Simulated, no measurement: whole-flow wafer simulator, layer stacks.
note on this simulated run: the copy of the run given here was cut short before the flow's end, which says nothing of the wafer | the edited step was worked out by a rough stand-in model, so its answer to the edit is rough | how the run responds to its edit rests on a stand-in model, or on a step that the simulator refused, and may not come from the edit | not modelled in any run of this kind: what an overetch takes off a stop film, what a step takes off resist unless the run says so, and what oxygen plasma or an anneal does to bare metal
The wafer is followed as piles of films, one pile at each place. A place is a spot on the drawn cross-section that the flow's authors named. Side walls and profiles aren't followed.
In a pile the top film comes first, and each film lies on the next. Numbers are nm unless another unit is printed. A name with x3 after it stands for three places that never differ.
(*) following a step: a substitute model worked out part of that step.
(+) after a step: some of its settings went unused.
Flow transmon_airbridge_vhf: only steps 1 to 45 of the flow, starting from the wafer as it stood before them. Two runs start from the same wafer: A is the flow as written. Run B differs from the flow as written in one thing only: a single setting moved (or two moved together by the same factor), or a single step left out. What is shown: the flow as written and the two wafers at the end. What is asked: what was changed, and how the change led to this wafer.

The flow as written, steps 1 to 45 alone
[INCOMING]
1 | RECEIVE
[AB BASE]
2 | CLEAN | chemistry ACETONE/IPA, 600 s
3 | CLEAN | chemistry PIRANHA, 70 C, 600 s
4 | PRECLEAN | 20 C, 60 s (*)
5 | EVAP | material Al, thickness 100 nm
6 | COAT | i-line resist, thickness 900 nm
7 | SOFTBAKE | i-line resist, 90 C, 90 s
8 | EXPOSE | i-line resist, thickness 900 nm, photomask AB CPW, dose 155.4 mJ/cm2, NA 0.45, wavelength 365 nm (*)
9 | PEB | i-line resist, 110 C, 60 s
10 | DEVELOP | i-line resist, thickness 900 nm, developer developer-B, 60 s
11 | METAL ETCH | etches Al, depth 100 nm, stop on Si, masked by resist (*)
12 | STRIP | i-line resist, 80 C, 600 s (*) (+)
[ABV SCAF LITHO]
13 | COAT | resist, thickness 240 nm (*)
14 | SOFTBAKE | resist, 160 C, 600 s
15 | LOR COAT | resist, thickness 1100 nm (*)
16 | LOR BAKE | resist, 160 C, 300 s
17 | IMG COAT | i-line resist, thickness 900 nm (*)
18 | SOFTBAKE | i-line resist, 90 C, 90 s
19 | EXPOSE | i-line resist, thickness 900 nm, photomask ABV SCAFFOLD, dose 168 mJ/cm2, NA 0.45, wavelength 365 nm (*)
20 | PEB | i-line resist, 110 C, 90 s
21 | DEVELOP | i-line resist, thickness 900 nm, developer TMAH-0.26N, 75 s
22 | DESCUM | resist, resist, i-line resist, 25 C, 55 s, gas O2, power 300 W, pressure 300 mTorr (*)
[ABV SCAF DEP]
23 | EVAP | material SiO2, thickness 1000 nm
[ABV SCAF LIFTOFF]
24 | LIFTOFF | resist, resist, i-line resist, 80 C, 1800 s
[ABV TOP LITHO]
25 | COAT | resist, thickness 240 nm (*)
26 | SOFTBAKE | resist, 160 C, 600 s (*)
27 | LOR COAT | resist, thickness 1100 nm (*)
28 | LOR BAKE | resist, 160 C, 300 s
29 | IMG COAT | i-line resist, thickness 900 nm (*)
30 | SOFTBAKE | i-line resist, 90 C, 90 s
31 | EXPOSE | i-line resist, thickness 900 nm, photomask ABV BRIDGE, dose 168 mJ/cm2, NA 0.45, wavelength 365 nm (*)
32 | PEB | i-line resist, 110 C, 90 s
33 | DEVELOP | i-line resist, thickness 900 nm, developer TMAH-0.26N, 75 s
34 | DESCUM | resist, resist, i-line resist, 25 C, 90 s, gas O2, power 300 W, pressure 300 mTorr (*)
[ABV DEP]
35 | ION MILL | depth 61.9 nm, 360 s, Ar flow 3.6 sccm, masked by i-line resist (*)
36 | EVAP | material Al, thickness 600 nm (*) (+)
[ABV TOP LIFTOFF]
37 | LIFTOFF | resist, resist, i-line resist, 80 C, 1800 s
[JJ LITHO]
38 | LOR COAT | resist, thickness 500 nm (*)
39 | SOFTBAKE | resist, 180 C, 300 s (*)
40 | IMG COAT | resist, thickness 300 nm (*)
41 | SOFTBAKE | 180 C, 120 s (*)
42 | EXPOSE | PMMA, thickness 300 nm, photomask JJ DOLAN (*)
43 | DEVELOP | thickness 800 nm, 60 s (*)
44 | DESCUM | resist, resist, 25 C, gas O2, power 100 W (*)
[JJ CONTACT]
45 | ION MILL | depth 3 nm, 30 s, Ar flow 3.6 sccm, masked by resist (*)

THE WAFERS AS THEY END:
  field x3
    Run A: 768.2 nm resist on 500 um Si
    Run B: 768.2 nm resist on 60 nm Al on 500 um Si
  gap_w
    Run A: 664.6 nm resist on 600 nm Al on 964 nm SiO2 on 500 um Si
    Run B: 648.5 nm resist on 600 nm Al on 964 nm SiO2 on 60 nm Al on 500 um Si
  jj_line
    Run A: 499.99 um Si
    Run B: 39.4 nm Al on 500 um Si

The reason: step 11, METAL ETCH: depth 40 nm was run, whereas the flow has depth 100 nm.

The path from the change to this, step by step:
  11 | METAL ETCH | etches Al, depth 100 nm, stop on Si, masked by resist (*)
      field x3, jj_line, gap_w, gap_e: A -100 Al (all of it) | B -40 Al
      ground_far, pad_w, flank_w and 8 more: A -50 i-line resist | B -20 i-line resist
  12 | STRIP | i-line resist, 80 C, 600 s (*) (+)
      ground_far, pad_w, flank_w and 8 more: A -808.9 i-line resist (all of it) | B -838.9 i-line resist (all of it)
  13 | COAT | resist, thickness 240 nm (*)
      flank_w, flank_e: A +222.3 resist (new film) | B +232.2 resist (new film)
      gap_w, gap_e: A +251.7 resist (new film) | B +245.1 resist (new film)
  22 | DESCUM | resist, resist, i-line resist, 25 C, 55 s, gas O2, power 300 W, pressure 300 mTorr (*)
      flank_w, flank_e: A -222.3 resist (all of it) | B -232.2 resist (all of it)
      gap_w, gap_e: A -251.7 resist (all of it) | B -245.1 resist (all of it)
  25 | COAT | resist, thickness 240 nm (*)
      flank_w, flank_e: A +152.6 resist (new film) | B +160.2 resist (new film)
      gap_w, gap_e: A +210.7 resist (new film) | B +204.2 resist (new film)
  29 | IMG COAT | i-line resist, thickness 900 nm (*)
      gap_w, gap_e: A +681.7 i-line resist (new film) | B +666 i-line resist (new film)
  32 | PEB | i-line resist, 110 C, 90 s
      gap_w, gap_e: A -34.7 i-line resist | B -33.9 i-line resist
  33 | DEVELOP | i-line resist, thickness 900 nm, developer TMAH-0.26N, 75 s
      gap_w, gap_e: A -646.9 i-line resist (all of it), -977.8 resist | B -632 i-line resist (all of it), -960.8 resist
  34 | DESCUM | resist, resist, i-line resist, 25 C, 90 s, gas O2, power 300 W, pressure 300 mTorr (*)
      flank_w, flank_e: A -152.6 resist (all of it) | B -160.2 resist (all of it)
      gap_w, gap_e: A -210.7 resist (all of it) | B -204.2 resist (all of it)
  38 | LOR COAT | resist, thickness 500 nm (*)
      gap_w, gap_e: A +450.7 resist (new film) | B +440.2 resist (new film)
  40 | IMG COAT | resist, thickness 300 nm (*)
      flank_w, flank_e: A +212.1 resist | B +220.5 resist
      gap_w, gap_e: A +245.7 resist | B +240.1 resist
  45 | ION MILL | depth 3 nm, 30 s, Ar flow 3.6 sccm, masked by resist (*)
      jj_line: A -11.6 Si | B -20.6 Al
Taking metal films that touch as one body, field x3 has 1 body; the flow as written gives 0 bodies.
Taking metal films that touch as one body, gap_w has 2 bodies (between them, from the top down: SiO2 964); the flow as written gives 1 body.
Taking metal films that touch as one body, jj_line has 1 body; the flow as written gives 0 bodies.
